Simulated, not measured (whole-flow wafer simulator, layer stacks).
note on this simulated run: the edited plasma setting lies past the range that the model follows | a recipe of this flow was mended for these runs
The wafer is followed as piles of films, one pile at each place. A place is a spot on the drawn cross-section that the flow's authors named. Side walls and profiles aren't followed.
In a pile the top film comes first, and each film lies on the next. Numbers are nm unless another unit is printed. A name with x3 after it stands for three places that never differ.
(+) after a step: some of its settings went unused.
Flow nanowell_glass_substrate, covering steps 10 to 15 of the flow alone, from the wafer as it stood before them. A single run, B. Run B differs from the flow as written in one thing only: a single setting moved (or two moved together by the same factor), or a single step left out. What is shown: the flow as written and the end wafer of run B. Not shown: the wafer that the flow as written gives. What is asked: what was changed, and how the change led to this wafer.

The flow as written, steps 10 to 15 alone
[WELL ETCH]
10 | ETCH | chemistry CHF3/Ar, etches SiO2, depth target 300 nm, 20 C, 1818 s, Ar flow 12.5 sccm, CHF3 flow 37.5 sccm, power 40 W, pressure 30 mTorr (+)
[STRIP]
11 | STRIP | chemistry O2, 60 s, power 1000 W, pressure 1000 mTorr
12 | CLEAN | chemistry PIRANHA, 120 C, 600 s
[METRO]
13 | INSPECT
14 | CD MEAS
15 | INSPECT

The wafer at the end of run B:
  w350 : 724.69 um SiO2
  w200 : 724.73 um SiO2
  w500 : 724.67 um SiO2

What caused this: step 10, ETCH: Ar flow 6.875 sccm was run, while the flow as written has Ar flow 12.5 sccm.

How this came from the change, step by step:
  10 | ETCH | chemistry CHF3/Ar, etches SiO2, depth target 300 nm, 20 C, 1818 s, Ar flow 12.5 sccm, CHF3 flow 37.5 sccm, power 40 W, pressure 30 mTorr (+)
      land: UV-NIL-ACRYLATE loses 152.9 (as written it would have been: UV-NIL-ACRYLATE loses 156.2)
      w350: SiO2 loses 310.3 (as written it would have been: SiO2 loses 300)
      (as well as at 3 more places)
  11 | STRIP | chemistry O2, 60 s, power 1000 W, pressure 1000 mTorr
      land: UV-NIL-ACRYLATE loses 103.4 (all of it) (as written it would have been: UV-NIL-ACRYLATE loses 100.2 (all of it))
